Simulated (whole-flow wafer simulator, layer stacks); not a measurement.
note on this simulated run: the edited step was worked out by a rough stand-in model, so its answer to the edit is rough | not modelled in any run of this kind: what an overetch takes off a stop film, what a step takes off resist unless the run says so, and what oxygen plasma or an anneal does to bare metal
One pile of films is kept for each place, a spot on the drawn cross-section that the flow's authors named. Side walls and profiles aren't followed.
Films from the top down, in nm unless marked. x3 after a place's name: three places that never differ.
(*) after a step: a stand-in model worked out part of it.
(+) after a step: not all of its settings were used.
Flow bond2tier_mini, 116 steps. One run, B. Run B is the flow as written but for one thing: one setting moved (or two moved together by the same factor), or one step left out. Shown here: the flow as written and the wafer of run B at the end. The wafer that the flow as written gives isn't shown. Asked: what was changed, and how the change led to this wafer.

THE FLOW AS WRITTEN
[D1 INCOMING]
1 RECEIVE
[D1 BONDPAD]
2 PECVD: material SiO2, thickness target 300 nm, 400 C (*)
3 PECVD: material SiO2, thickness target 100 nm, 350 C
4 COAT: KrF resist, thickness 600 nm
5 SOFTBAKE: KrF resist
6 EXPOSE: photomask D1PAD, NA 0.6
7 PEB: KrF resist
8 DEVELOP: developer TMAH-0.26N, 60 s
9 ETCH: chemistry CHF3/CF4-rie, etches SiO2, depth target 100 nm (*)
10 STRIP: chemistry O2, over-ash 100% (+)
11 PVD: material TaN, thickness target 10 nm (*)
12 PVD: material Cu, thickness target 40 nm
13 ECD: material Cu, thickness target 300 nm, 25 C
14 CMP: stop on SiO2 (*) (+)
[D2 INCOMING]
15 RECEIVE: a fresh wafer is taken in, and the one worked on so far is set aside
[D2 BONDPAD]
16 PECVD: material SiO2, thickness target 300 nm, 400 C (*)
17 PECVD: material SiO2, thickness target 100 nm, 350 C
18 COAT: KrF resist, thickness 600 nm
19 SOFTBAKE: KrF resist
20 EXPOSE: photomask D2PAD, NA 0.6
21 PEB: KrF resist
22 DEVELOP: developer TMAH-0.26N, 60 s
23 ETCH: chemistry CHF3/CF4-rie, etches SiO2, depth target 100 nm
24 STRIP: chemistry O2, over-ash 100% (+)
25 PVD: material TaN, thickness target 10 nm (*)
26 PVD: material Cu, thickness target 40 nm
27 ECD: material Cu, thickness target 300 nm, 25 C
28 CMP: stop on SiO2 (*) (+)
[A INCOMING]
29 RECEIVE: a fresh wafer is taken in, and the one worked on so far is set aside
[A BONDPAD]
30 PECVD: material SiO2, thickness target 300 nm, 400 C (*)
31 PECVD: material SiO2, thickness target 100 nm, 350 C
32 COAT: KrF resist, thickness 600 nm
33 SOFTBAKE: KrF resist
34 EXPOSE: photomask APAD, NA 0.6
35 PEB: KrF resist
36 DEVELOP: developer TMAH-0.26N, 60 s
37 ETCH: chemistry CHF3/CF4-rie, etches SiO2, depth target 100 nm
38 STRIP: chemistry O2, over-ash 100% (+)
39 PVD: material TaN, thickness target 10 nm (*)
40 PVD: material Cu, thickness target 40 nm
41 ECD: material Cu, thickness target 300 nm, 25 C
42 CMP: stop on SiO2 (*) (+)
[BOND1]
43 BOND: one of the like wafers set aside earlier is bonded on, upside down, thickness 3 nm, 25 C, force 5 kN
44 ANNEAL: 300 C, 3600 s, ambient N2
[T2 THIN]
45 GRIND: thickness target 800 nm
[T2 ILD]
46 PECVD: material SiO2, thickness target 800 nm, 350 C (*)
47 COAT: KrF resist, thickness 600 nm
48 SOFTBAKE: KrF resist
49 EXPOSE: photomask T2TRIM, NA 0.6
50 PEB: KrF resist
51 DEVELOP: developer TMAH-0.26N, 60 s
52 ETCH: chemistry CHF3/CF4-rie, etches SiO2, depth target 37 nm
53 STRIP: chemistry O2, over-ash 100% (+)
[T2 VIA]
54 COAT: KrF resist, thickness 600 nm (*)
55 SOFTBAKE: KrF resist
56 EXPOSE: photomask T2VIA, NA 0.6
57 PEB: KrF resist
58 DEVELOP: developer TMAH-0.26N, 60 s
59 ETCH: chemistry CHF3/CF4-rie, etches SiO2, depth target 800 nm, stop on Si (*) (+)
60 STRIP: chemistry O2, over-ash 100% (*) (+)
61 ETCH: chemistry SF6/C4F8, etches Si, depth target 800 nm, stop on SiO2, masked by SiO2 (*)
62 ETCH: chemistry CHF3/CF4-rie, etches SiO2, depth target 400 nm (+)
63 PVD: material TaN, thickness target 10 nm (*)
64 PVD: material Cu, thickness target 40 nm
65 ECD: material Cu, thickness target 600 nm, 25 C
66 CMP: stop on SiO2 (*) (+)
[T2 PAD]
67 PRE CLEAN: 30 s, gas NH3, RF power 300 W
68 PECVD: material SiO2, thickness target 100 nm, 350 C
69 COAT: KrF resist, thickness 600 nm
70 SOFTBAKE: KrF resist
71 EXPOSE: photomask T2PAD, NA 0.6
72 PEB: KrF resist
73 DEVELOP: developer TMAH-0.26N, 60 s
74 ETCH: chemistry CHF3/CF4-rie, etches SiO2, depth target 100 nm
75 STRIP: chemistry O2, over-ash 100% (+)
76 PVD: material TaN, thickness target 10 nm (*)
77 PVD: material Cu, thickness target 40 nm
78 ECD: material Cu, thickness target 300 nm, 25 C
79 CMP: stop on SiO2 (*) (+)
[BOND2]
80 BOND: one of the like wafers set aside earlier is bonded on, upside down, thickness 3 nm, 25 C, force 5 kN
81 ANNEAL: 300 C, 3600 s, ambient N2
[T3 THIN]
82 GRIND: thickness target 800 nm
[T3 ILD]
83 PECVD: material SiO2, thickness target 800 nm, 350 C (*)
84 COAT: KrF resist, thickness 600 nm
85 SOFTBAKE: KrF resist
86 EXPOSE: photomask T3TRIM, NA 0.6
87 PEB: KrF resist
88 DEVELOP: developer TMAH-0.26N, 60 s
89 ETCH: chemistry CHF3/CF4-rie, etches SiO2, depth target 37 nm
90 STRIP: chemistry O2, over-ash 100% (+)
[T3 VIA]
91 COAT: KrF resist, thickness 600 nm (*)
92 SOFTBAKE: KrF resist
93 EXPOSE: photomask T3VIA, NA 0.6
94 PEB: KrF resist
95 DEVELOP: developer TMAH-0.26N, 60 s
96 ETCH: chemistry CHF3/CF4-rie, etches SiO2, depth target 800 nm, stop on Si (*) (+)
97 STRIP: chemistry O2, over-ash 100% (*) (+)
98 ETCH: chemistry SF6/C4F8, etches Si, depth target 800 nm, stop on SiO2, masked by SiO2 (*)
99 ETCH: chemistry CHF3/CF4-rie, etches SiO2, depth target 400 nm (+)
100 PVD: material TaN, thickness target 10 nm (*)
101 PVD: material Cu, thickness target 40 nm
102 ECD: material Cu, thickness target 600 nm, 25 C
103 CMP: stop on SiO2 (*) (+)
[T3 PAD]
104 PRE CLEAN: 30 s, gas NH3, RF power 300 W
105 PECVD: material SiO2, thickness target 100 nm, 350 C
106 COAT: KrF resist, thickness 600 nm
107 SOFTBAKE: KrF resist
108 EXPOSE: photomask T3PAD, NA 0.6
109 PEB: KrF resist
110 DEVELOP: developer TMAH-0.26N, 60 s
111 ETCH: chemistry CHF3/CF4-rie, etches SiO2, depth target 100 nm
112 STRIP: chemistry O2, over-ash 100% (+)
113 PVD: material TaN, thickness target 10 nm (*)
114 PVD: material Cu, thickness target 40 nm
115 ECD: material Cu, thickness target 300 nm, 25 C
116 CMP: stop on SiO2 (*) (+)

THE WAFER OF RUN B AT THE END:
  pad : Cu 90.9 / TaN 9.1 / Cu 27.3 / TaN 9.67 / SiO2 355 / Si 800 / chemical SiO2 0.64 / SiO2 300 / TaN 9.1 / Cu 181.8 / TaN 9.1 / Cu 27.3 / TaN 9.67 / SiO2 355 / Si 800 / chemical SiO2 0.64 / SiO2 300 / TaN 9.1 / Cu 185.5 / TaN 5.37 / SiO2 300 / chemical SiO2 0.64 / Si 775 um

The cause: step 39, PVD: thickness target 5.9 nm was run, where the flow has thickness target 10 nm.

How the change led to this, step by step:
  39 PVD: material TaN, thickness target 10 nm (*)
      field: TaN +5.9 (new film) (as written it would be: TaN +10 (new film))
      pad: TaN +5.37 (new film) (as written it would be: TaN +9.1 (new film))
      (and at 1 more place)
  42 CMP: stop on SiO2 (*) (+)
      field: Cu -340 (all of it), TaN -5.9 (all of it) (as written it would be: Cu -340 (all of it), TaN -10 (all of it))
